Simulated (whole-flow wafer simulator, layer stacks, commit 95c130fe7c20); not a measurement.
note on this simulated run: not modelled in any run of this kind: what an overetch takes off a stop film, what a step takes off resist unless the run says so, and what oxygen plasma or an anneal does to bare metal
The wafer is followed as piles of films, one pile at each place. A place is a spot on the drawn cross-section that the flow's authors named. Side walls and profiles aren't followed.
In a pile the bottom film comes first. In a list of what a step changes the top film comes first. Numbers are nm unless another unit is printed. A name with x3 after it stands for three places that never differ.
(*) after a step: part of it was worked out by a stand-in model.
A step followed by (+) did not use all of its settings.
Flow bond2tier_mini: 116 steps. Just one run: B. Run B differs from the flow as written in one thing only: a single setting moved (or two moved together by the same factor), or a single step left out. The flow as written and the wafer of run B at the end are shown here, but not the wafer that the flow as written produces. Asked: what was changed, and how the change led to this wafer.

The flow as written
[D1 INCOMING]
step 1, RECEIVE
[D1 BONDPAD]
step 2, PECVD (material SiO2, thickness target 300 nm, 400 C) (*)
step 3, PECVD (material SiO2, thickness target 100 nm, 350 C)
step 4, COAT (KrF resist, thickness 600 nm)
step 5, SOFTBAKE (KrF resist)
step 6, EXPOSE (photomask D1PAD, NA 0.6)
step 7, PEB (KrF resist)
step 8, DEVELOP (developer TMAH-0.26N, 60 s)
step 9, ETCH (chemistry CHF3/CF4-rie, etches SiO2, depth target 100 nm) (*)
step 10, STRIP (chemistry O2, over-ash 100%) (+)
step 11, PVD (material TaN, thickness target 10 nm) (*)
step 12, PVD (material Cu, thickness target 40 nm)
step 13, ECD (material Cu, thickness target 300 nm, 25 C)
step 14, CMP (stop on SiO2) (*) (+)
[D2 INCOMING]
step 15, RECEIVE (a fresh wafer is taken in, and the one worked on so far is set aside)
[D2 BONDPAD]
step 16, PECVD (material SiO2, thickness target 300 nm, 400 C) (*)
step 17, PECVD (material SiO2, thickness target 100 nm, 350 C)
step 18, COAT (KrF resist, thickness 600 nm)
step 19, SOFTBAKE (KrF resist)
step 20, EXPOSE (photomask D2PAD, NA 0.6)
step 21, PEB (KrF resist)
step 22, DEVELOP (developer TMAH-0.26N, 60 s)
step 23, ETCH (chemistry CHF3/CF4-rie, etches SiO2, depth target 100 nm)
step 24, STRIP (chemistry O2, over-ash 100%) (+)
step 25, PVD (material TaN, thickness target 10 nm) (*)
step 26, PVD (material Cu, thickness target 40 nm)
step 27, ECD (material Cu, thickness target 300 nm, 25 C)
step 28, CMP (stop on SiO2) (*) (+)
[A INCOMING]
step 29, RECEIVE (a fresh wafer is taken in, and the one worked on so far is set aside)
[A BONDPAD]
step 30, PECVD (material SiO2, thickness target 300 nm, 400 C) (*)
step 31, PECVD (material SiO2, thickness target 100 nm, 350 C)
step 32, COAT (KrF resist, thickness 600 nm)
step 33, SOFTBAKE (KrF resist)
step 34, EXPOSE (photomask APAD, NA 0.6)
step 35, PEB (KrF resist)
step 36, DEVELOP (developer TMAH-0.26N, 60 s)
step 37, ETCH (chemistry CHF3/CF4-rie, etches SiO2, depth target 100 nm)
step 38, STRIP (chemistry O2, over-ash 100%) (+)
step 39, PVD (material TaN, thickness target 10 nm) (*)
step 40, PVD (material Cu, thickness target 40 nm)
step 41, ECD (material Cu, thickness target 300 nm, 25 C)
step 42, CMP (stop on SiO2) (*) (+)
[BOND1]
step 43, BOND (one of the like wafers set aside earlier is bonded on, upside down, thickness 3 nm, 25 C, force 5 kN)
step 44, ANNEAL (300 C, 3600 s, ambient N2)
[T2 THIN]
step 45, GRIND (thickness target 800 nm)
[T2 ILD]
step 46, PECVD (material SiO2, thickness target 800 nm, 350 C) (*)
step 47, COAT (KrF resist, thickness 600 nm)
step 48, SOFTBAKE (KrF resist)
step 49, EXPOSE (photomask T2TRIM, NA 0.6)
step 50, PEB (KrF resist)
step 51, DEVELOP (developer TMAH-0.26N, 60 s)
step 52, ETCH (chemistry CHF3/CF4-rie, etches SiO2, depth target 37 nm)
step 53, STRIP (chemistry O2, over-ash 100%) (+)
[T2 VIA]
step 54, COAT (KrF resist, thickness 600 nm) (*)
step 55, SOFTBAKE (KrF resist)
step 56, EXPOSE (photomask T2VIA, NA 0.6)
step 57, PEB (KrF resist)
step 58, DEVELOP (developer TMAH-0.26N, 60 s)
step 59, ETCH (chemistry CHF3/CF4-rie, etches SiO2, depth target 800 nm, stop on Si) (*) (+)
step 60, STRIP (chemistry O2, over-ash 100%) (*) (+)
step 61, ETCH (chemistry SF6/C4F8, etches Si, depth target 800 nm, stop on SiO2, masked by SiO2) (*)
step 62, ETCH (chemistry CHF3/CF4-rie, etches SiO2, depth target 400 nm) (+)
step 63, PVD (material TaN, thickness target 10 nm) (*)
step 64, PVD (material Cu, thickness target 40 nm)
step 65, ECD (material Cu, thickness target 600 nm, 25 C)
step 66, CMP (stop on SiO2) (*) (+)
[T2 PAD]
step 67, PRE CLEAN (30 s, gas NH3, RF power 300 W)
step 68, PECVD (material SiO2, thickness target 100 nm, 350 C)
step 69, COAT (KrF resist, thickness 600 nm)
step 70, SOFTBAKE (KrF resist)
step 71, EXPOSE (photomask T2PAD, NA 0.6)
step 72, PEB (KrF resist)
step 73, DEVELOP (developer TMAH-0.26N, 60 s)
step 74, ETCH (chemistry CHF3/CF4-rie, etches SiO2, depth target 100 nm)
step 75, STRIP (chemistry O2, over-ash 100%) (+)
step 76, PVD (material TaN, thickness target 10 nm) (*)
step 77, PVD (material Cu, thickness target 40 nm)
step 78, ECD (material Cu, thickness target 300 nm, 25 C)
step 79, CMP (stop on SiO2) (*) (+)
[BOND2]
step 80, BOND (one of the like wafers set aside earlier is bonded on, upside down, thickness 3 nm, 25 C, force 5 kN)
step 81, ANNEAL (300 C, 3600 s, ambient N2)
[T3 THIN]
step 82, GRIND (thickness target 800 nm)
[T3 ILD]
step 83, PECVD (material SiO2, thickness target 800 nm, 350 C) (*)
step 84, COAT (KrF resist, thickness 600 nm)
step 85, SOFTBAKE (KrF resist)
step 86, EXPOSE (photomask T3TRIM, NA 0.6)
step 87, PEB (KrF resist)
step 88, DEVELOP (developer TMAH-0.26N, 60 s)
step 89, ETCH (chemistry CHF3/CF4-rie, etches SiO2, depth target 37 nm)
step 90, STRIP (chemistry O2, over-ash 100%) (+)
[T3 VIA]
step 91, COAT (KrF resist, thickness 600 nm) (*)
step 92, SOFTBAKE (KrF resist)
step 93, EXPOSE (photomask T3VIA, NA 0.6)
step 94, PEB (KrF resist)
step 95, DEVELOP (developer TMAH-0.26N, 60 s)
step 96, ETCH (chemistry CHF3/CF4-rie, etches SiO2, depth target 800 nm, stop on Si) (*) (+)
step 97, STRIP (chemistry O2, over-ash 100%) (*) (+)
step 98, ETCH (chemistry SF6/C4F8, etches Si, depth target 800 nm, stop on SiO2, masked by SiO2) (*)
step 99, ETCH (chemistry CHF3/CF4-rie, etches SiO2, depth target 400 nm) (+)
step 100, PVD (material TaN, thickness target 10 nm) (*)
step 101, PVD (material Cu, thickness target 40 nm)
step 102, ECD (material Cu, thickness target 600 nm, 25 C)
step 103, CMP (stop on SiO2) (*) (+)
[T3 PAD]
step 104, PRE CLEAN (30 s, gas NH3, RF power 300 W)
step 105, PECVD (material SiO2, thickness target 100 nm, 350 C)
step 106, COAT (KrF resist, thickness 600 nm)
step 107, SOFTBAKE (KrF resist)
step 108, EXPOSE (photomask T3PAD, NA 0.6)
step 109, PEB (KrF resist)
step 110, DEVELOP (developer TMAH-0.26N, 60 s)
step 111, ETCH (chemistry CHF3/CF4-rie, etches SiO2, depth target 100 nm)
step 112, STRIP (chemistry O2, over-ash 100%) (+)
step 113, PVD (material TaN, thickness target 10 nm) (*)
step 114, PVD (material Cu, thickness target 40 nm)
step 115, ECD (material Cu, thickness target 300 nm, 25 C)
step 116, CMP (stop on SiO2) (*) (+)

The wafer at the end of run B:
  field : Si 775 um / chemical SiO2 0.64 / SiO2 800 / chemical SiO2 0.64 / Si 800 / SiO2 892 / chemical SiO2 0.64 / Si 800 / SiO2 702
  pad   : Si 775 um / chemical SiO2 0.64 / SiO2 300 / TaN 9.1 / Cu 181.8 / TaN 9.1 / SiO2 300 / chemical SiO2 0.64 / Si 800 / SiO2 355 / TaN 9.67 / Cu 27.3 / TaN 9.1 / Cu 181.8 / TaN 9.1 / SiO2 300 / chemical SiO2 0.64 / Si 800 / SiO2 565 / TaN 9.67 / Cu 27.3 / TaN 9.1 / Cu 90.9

Cause: step 99, ETCH: depth target 190 nm was run, though the flow has depth target 400 nm.

The path from the change to this, step by step:
  step 99, ETCH (chemistry CHF3/CF4-rie, etches SiO2, depth target 400 nm) (+)
      field, pad: SiO2 loses 190 (as written it would have been: SiO2 loses 400)
